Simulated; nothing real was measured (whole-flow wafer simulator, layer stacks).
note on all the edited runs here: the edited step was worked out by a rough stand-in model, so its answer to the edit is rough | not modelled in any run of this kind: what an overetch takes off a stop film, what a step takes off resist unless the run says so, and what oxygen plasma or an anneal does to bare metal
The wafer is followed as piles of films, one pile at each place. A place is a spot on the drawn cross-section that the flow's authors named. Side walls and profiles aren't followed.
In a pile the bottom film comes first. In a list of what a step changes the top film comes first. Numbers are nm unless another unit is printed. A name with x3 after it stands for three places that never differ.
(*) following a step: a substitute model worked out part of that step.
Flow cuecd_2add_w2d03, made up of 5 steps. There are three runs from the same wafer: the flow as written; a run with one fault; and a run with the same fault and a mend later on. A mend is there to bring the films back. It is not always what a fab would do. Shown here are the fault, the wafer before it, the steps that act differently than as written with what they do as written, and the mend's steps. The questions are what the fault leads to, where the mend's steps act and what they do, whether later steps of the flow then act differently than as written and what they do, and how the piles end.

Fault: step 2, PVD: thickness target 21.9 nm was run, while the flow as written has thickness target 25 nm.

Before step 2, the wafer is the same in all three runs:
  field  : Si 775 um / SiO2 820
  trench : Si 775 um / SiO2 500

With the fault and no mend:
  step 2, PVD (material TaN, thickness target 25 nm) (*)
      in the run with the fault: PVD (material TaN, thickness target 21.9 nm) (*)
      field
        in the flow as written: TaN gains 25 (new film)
        in the run with the fault: TaN gains 21.9 (new film)
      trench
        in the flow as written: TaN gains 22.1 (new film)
        in the run with the fault: TaN gains 19.4 (new film)
  Later steps of the flow that are run all act as written at every place that is followed.
  At field, trench, the piles at the end differ from the flow's by more than 2% or 0.5 nm, whichever is larger.
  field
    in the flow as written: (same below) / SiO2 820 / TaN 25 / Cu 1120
    in the run with the fault: (same below) / SiO2 820 / TaN 21.9 / Cu 1120
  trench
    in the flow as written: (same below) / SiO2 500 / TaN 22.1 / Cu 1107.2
    in the run with the fault: (same below) / SiO2 500 / TaN 19.4 / Cu 1107.2

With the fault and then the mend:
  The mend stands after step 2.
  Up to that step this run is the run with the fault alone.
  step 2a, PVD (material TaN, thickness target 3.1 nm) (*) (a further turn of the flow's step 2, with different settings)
      field
        TaN gains 3.1
      trench
        TaN gains 2.73
  Later steps of the flow that are run all act as written at every place that is followed.
  By the end, the piles equal the flow's at every place that both follow.
